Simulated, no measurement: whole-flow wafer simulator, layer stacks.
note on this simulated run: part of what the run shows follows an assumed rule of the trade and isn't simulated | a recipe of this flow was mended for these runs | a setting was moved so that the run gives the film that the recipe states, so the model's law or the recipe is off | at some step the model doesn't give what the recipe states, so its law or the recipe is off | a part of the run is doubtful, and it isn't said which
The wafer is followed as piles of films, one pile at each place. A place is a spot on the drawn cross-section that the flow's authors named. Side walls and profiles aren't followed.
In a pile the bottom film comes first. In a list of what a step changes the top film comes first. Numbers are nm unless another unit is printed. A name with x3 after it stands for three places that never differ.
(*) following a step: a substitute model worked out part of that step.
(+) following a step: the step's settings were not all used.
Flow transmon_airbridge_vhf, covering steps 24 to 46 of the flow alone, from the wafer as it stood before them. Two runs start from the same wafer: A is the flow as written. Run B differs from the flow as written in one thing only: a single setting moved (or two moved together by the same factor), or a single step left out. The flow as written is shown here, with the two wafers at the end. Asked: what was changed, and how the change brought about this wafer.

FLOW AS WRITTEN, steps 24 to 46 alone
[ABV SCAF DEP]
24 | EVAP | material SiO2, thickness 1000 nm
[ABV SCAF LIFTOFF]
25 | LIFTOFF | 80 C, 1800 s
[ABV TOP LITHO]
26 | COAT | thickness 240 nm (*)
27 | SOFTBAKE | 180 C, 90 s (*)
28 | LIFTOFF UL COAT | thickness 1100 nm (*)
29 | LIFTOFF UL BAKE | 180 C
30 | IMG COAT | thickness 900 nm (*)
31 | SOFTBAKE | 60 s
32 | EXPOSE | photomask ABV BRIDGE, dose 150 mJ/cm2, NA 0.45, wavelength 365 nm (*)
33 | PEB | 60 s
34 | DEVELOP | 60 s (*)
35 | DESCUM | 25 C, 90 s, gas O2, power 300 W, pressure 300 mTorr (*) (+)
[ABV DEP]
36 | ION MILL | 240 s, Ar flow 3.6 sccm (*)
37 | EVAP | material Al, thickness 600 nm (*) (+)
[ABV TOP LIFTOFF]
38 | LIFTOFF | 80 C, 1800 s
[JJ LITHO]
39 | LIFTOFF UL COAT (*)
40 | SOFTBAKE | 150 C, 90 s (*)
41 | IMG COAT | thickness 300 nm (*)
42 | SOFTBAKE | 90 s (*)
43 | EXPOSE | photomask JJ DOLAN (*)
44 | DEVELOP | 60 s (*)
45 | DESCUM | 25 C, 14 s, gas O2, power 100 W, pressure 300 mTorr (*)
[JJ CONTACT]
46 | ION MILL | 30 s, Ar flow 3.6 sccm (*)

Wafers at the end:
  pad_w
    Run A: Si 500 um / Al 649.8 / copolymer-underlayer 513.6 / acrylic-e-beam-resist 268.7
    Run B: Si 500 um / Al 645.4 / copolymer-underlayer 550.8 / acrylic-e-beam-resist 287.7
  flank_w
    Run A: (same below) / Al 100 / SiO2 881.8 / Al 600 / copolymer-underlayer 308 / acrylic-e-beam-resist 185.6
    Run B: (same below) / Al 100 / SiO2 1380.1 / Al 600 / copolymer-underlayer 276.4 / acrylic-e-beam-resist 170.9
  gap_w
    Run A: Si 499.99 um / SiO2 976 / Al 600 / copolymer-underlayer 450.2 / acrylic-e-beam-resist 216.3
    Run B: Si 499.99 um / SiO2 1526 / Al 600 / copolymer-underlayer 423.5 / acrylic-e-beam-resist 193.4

The reason: step 24, EVAP: thickness 1550 nm was run, whereas the flow has thickness 1000 nm.

How this came from the change, step by step:
  24 | EVAP | material SiO2, thickness 1000 nm
      field x3, jj_line, ground_far and 10 more: A SiO2 gains 1000 (new film) | B SiO2 gains 1550 (new film)
      flank_w, flank_e: A SiO2 gains 905.8 (new film) | B SiO2 gains 1404 (new film)
  25 | LIFTOFF | 80 C, 1800 s
      field x3, jj_line, trace_open_s x2: A SiO2 loses 1000 (all of it), i-line-resist loses 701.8 (all of it), lift-off-underlayer loses 1100 (all of it), acrylic-e-beam-resist loses 240 (all of it) | B SiO2 loses 1550 (all of it), i-line-resist loses 701.8 (all of it), lift-off-underlayer loses 1100 (all of it), acrylic-e-beam-resist loses 240 (all of it)
      pad_w, pad_e: A SiO2 loses 1000 (all of it), i-line-resist loses 696.3 (all of it), lift-off-underlayer loses 1089.9 (all of it), acrylic-e-beam-resist loses 239.3 (all of it) | B SiO2 loses 1550 (all of it), i-line-resist loses 696.3 (all of it), lift-off-underlayer loses 1089.9 (all of it), acrylic-e-beam-resist loses 239.3 (all of it)
      (also at 1 further place)
  26 | COAT | thickness 240 nm (*)
      flank_w, flank_e: A acrylic-e-beam-resist gains 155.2 (new film) | B acrylic-e-beam-resist gains 140.5 (new film)
      gap_w, gap_e: A acrylic-e-beam-resist gains 211.2 (new film) | B acrylic-e-beam-resist gains 187.9 (new film)
      (also at 6 further places)
  28 | LIFTOFF UL COAT | thickness 1100 nm (*)
      gap_w, gap_e: A lift-off-underlayer gains 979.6 (new film) | B lift-off-underlayer gains 907 (new film)
      margin_s, margin_n: A lift-off-underlayer gains 823.4 (new film) | B lift-off-underlayer gains 707.1 (new film)
      (also at 6 further places)
  30 | IMG COAT | thickness 900 nm (*)
      gap_w, gap_e: A i-line-resist gains 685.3 (new film) | B i-line-resist gains 564.1 (new film)
      margin_s, margin_n: A i-line-resist gains 603.2 (new film) | B i-line-resist gains 432 (new film)
      (also at 7 further places)
  33 | PEB | 60 s
      flank_w, flank_e: A i-line-resist loses 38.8 | B i-line-resist loses 33.2
      gap_w, gap_e: A i-line-resist loses 35 | B i-line-resist loses 28.7
      (also at 7 further places)
  34 | DEVELOP | 60 s (*)
      gap_w, gap_e: A i-line-resist loses 650.2 (all of it), lift-off-underlayer loses 979.6 (all of it) | B i-line-resist loses 535.4 (all of it), lift-off-underlayer loses 907 (all of it)
      pad_w: A i-line-resist loses 937.3 (all of it), lift-off-underlayer loses 1246.2 (all of it) | B i-line-resist loses 983.7 (all of it), lift-off-underlayer loses 1330.7 (all of it)
      (also at 5 further places)
  35 | DESCUM | 25 C, 90 s, gas O2, power 300 W, pressure 300 mTorr (*) (+)
      field x3, jj_line, ground_far, trace_open_s x2, margin_s, margin_n: A i-line-resist loses 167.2 | B i-line-resist loses 181.4
      flank_w, flank_e: A acrylic-e-beam-resist loses 155.2 (all of it) | B acrylic-e-beam-resist loses 140.5 (all of it)
      (also at 6 further places)
  38 | LIFTOFF | 80 C, 1800 s
      field x3, jj_line, trace_open_s x2: A Al loses 600 (all of it), i-line-resist loses 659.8 (all of it), lift-off-underlayer loses 1100 (all of it), acrylic-e-beam-resist loses 240 (all of it) | B Al loses 600 (all of it), i-line-resist loses 645.6 (all of it), lift-off-underlayer loses 1100 (all of it), acrylic-e-beam-resist loses 240 (all of it)
      margin_s, margin_n: A Al loses 600 (all of it), i-line-resist loses 378.2 (all of it), lift-off-underlayer loses 823.4 (all of it), acrylic-e-beam-resist loses 168.6 (all of it) | B Al loses 600 (all of it), i-line-resist loses 202 (all of it), lift-off-underlayer loses 707.1 (all of it), acrylic-e-beam-resist loses 138.5 (all of it)
      (also at 1 further place)
  39 | LIFTOFF UL COAT (*)
      pad_w, pad_e: A copolymer-underlayer gains 513.6 (new film) | B copolymer-underlayer gains 550.8 (new film)
      flank_w, flank_e: A copolymer-underlayer gains 308 (new film) | B copolymer-underlayer gains 276.4 (new film)
      (also at 6 further places)
  41 | IMG COAT | thickness 300 nm (*)
      pad_w, pad_e: A acrylic-e-beam-resist gains 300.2 (new film) | B acrylic-e-beam-resist gains 319.2 (new film)
      flank_w, flank_e: A acrylic-e-beam-resist gains 217.1 (new film) | B acrylic-e-beam-resist gains 202.4 (new film)
      (also at 6 further places)
